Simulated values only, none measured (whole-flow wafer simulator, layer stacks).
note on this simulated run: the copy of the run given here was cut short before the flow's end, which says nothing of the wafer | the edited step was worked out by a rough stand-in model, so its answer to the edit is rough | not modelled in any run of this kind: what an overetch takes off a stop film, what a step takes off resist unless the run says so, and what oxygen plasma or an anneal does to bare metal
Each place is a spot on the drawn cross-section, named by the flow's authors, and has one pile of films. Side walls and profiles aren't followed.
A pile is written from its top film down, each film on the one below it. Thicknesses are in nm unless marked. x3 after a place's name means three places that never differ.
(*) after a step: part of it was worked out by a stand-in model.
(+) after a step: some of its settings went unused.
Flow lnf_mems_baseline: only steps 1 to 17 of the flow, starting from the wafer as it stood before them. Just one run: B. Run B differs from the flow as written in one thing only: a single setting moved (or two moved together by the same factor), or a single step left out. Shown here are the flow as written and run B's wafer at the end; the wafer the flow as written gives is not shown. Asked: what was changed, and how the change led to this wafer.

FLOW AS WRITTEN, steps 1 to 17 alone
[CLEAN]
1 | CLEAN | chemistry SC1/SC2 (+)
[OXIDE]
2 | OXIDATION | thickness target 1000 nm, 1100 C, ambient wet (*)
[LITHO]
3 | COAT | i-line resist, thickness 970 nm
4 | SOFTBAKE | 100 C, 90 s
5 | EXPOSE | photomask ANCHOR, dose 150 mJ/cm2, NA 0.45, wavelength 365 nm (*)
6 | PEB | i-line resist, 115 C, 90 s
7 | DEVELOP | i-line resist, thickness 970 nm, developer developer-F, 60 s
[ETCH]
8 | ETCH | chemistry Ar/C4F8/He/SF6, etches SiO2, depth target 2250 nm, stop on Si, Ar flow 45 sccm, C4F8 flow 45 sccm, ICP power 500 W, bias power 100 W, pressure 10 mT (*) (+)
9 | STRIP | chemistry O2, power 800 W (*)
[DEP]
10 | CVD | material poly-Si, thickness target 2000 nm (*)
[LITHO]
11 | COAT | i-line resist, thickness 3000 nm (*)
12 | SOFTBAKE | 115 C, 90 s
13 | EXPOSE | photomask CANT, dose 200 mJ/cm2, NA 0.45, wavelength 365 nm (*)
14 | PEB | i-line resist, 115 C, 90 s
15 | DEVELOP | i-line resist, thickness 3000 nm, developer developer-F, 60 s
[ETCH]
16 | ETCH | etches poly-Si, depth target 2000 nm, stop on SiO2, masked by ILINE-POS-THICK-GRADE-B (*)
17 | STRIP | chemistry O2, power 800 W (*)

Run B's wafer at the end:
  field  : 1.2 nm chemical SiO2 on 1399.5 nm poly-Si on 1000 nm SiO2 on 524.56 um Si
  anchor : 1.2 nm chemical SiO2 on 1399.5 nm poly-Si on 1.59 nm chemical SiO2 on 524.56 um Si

What caused this: step 10, CVD: thickness target 1400 nm was run, though the flow has thickness target 2000 nm.

Step by step, how the change led to this:
  10 | CVD | material poly-Si, thickness target 2000 nm (*)
      field, beam, trench, char_slit: +1400 poly-Si (new film) (as written it would have been: +2000 poly-Si (new film))
      anchor: +1400 poly-Si (new film) (as written it would have been: +2322 poly-Si (new film))
  11 | COAT | i-line resist, thickness 3000 nm (*)
      anchor: +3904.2 i-line resist (new film) (as written it would have been: +3611.6 i-line resist (new film))
  12 | SOFTBAKE | 115 C, 90 s
      field: -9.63 i-line resist (as written it would have been: -6.66 i-line resist)
      anchor: +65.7 i-line resist (as written it would have been: +45.4 i-line resist)
      (as well as at 2 more places)
  14 | PEB | i-line resist, 115 C, 90 s
      anchor: -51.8 i-line resist (as written it would have been: -46.1 i-line resist)
  16 | ETCH | etches poly-Si, depth target 2000 nm, stop on SiO2, masked by ILINE-POS-THICK-GRADE-B (*)
      trench, char_slit: -1400 poly-Si (all of it) (as written it would have been: -2000 poly-Si (all of it))
  17 | STRIP | chemistry O2, power 800 W (*)
      anchor: +1.2 chemical SiO2 (new film), -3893 i-line resist (all of it), -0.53 poly-Si (as written it would have been: +1.17 chemical SiO2 (new film), -3585.8 i-line resist (all of it), -0.52 poly-Si)
